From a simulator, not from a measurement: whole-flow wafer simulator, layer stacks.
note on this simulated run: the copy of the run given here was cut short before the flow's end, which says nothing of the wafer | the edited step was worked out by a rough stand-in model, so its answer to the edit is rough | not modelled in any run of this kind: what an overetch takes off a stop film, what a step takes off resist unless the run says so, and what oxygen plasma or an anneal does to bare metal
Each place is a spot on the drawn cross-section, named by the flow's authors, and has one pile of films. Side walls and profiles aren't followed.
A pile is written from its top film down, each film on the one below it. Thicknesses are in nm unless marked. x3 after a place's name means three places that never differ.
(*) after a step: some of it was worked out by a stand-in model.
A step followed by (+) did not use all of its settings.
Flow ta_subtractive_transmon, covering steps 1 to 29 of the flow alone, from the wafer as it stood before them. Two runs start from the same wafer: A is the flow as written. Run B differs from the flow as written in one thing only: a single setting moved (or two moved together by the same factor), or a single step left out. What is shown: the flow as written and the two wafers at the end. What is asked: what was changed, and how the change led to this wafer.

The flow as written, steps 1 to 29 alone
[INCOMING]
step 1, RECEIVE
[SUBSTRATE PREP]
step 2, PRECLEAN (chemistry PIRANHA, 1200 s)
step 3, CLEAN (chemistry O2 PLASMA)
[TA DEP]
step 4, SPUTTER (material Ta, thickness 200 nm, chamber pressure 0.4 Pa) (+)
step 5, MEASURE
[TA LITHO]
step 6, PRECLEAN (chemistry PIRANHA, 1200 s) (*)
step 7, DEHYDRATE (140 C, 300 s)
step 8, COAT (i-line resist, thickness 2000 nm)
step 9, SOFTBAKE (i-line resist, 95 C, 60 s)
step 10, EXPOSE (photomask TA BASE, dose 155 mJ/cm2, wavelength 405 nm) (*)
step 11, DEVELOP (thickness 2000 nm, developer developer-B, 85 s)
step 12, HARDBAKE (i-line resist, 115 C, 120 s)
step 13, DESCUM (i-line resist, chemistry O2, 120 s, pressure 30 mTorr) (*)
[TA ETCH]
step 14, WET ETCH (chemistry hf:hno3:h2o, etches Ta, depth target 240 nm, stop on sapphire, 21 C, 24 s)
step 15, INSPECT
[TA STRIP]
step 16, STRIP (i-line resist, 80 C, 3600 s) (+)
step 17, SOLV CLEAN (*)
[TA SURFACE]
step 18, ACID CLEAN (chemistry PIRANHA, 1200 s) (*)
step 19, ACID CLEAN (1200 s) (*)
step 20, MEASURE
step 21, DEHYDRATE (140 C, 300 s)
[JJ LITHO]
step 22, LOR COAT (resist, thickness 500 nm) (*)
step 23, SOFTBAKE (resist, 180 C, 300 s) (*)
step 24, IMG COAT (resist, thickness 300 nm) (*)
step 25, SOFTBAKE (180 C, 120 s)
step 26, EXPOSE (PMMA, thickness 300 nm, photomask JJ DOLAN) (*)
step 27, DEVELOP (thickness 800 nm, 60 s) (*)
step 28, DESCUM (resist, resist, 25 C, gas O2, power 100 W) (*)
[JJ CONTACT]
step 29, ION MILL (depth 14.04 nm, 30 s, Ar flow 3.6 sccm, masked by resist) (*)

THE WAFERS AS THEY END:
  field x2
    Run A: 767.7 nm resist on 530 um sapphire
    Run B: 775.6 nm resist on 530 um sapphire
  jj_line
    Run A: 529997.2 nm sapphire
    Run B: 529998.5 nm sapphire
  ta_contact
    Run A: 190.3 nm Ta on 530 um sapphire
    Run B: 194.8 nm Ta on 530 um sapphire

The reason: step 29, ION MILL: depth 7.369 nm was run, whereas the flow has depth 14.04 nm; step 29, ION MILL: 15.8 s was run, where the flow has 30 s.

The path from the change to this, step by step:
  step 29, ION MILL (depth 14.04 nm, 30 s, Ar flow 3.6 sccm, masked by resist) (*)
      field x2, ta_pad: A resist loses 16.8 | B resist loses 8.84
      jj_line, lead: A sapphire loses 2.8 | B sapphire loses 1.47
      (as well as at 1 more place)
